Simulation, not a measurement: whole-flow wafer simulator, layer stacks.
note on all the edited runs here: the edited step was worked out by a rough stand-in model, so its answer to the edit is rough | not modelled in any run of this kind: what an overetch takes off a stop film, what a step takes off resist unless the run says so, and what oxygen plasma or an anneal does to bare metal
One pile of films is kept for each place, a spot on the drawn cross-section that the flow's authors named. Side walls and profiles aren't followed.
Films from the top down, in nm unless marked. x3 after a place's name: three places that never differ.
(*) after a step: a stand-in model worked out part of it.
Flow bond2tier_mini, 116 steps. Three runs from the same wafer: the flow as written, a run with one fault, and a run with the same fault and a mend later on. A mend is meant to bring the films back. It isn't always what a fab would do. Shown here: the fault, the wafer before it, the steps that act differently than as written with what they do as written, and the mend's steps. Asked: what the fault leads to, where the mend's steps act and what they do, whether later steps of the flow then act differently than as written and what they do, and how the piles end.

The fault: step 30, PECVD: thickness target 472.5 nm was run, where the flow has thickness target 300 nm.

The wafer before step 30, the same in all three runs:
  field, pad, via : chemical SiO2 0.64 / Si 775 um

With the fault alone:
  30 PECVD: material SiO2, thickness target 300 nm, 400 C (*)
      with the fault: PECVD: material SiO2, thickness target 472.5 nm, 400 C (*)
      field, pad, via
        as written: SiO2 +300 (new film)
        with the fault: SiO2 +472.5 (new film)
  No later step of the flow acts differently than as written at any place that is followed.
  At the end the piles differ from the flow's by more than 2% or 0.5 nm, whichever is larger, at field, pad.
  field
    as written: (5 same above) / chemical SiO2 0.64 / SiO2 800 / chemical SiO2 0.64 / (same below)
    with the fault: (5 same above) / chemical SiO2 0.64 / SiO2 972.5 / chemical SiO2 0.64 / (same below)
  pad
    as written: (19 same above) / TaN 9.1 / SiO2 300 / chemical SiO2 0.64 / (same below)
    with the fault: (19 same above) / TaN 9.1 / SiO2 472.5 / chemical SiO2 0.64 / (same below)

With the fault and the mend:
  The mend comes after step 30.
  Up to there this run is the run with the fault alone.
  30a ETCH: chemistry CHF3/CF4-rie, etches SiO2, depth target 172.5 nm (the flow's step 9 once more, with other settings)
      field, pad, via
        SiO2 -172.5
  No later step of the flow acts differently than as written at any place that is followed.
  At the end the piles are the same as the flow's at every place that both follow.
